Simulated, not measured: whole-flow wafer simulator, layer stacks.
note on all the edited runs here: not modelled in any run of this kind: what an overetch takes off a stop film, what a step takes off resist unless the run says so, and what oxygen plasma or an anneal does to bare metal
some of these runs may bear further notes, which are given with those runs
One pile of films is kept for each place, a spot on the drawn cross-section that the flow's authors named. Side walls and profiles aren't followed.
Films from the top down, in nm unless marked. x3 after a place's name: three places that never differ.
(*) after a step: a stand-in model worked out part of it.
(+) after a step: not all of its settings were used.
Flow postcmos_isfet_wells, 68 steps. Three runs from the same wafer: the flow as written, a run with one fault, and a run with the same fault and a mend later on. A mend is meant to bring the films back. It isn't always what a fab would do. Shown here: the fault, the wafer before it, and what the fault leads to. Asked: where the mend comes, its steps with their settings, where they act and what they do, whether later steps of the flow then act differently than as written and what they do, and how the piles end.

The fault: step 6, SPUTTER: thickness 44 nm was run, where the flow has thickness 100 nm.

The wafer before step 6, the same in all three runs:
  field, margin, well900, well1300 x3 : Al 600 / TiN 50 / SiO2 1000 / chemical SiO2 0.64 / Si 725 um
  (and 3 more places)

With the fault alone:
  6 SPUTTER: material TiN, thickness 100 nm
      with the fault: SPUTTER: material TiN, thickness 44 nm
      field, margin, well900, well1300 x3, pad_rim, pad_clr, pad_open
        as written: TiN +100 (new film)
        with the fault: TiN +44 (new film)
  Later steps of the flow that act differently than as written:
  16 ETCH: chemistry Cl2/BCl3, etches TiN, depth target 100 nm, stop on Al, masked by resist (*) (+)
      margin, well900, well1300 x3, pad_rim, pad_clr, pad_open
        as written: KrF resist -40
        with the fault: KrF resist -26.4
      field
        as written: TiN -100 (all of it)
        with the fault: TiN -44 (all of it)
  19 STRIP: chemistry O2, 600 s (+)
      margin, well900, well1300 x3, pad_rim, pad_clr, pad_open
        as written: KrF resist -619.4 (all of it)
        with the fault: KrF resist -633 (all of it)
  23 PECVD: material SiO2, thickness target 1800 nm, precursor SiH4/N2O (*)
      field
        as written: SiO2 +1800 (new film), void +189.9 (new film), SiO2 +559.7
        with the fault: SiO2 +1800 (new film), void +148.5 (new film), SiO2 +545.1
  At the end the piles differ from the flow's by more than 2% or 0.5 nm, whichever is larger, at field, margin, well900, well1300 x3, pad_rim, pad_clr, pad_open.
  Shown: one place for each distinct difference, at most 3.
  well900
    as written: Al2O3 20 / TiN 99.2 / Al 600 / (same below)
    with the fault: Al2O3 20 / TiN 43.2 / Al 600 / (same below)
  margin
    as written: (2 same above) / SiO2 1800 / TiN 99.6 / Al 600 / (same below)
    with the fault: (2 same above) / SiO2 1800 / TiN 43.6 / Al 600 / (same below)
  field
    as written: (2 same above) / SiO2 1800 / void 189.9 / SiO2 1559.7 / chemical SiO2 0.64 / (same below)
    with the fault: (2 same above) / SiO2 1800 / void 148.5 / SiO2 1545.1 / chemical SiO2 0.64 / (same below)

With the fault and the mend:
  The mend comes after step 15.
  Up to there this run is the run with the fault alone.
  15a STRIP: chemistry O2, 600 s (+)
      margin, well900, well1300 x3, pad_rim, pad_clr, pad_open
        KrF resist -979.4 (all of it)
  15b SPUTTER: material TiN, thickness 56 nm (the flow's step 6 once more, with other settings)
      field, margin, well900, well1300 x3, pad_rim, pad_clr, pad_open
        TiN +56
  15c HMDS: 30 s (the flow's step 8 once more)
      changes no film at any place that is followed
  15d COAT: KrF resist (the flow's step 9 once more)
      field, margin, well900, well1300 x3, pad_rim, pad_clr, pad_open
        KrF resist +1000 (new film)
  15e SOFTBAKE: material KrF resist (the flow's step 10 once more)
      changes no film at any place that is followed
  15f EBR (the flow's step 11 once more)
      changes no film at any place that is followed
  15g EXPOSE: photomask PLATE, NA 0.55, wavelength 248 nm (*) (the flow's step 12 once more)
      changes no film at any place that is followed
  15h PEB (the flow's step 13 once more)
      field, margin, well900, well1300 x3, pad_rim, pad_clr, pad_open
        KrF resist -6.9
  15i DEVELOP: 60 s (the flow's step 14 once more)
      margin, well900, well1300 x3, pad_rim, pad_clr, pad_open
        KrF resist -13.7
      field
        KrF resist -993.1 (all of it)
  No later step of the flow acts differently than as written at any place that is followed.
  At the end the piles are the same as the flow's at every place that both follow.
